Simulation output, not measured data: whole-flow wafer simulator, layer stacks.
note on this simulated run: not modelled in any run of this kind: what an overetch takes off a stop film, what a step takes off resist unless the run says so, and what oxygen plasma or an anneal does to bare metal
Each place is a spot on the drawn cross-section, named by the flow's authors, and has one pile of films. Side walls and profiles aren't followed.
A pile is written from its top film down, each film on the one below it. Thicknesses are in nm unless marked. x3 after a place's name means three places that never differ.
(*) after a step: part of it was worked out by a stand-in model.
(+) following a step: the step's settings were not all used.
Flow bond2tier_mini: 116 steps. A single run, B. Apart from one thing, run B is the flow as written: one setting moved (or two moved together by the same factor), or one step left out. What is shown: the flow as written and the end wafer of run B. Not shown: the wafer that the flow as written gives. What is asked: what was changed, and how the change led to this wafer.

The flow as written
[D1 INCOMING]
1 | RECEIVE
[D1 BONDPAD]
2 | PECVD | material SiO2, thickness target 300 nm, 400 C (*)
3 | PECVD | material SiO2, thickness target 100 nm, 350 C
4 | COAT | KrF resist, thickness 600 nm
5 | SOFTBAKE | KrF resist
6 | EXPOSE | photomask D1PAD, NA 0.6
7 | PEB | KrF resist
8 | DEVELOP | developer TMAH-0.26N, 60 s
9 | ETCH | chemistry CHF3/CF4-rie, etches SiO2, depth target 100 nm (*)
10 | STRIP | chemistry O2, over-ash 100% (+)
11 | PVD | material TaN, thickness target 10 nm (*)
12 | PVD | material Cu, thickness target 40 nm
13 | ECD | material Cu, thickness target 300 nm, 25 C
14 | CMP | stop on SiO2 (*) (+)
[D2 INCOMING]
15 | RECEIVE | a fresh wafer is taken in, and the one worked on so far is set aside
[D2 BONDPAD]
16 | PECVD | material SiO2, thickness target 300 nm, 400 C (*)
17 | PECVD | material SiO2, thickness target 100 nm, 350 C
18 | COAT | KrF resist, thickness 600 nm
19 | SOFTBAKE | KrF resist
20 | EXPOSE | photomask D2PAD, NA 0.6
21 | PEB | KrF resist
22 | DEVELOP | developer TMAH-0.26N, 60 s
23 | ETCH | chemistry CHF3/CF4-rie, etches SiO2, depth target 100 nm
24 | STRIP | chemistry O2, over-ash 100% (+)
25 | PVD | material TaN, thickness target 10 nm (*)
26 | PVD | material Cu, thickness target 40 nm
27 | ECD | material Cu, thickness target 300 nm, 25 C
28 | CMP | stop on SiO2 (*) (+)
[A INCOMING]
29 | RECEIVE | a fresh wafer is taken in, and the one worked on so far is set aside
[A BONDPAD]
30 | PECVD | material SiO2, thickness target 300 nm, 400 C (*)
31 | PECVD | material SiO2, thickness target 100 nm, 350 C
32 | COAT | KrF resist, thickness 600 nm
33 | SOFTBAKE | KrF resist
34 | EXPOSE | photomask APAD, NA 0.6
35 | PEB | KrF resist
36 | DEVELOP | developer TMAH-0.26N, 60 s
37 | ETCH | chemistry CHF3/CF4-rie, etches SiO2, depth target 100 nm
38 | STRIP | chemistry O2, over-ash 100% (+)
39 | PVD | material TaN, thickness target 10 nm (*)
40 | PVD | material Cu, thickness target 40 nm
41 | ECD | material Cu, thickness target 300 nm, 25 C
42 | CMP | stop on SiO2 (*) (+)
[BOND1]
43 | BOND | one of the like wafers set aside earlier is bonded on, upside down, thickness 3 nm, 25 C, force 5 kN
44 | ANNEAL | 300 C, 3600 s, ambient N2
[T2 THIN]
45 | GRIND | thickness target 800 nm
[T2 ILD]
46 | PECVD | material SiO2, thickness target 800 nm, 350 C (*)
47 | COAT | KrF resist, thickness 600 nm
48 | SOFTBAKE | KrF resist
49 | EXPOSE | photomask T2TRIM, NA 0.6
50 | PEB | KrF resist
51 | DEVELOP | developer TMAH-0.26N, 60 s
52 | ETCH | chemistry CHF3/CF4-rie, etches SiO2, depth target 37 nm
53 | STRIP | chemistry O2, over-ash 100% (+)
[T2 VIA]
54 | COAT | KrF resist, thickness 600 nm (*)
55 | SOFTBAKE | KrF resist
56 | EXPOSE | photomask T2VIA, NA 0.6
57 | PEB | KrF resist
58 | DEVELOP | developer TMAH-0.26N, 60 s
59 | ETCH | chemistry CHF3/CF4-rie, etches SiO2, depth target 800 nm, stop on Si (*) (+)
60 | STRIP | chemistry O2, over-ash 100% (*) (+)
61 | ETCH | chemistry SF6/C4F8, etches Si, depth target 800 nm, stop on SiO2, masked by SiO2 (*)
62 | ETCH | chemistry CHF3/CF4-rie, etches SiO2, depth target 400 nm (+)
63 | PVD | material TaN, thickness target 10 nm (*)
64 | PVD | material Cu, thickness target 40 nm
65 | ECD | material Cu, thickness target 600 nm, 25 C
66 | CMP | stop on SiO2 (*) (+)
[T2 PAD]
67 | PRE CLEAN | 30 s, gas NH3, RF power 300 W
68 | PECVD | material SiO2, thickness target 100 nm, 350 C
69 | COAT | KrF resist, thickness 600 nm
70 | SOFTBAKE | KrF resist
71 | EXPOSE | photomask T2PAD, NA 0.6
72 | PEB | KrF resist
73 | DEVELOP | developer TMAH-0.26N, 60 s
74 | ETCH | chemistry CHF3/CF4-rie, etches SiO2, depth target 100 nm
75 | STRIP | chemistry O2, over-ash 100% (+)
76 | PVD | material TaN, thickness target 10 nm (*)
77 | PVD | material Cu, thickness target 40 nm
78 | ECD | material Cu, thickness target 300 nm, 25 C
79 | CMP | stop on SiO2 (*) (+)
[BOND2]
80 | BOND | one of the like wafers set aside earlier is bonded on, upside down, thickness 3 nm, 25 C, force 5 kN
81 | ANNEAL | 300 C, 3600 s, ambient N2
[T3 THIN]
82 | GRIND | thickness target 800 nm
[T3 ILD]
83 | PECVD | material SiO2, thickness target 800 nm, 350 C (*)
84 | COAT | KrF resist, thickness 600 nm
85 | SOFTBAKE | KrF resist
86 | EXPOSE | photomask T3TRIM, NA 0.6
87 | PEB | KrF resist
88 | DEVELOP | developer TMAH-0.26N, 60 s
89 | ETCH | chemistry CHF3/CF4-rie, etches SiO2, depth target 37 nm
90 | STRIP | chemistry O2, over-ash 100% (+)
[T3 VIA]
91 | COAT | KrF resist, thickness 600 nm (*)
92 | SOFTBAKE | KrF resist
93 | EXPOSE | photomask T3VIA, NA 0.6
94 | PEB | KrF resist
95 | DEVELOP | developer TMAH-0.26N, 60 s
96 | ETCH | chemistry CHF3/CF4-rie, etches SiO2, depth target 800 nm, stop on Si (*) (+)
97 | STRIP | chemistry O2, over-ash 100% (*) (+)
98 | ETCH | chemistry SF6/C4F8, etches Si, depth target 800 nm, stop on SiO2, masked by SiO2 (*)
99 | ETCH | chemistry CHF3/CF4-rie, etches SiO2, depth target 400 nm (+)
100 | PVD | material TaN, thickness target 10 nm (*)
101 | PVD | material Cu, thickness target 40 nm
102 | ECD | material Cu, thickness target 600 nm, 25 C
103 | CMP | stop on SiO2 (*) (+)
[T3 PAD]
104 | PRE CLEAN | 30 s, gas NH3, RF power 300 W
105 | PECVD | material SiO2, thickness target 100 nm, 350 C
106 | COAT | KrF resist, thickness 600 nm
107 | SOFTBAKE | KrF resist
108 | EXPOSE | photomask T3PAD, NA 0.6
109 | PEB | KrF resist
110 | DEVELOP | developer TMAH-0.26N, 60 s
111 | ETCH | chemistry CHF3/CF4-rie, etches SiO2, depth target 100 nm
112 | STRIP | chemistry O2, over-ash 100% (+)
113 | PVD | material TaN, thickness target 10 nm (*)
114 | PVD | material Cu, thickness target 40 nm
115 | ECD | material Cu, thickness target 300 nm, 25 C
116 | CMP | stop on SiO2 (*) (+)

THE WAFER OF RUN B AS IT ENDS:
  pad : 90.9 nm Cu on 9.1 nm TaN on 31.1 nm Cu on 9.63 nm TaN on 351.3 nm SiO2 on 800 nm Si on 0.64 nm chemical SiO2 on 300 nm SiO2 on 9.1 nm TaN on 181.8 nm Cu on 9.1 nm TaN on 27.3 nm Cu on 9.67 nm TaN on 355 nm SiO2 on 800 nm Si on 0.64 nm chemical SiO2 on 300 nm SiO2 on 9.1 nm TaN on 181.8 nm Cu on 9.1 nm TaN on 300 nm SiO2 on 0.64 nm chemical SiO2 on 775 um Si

The reason: step 89, ETCH: depth target 40.7 nm was run, while the flow as written has depth target 37 nm.

How this came from the change, step by step:
  89 | ETCH | chemistry CHF3/CF4-rie, etches SiO2, depth target 37 nm
      field: -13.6 KrF resist (it would be, as written: -12.3 KrF resist)
      pad: -40.7 SiO2 (it would be, as written: -37 SiO2)
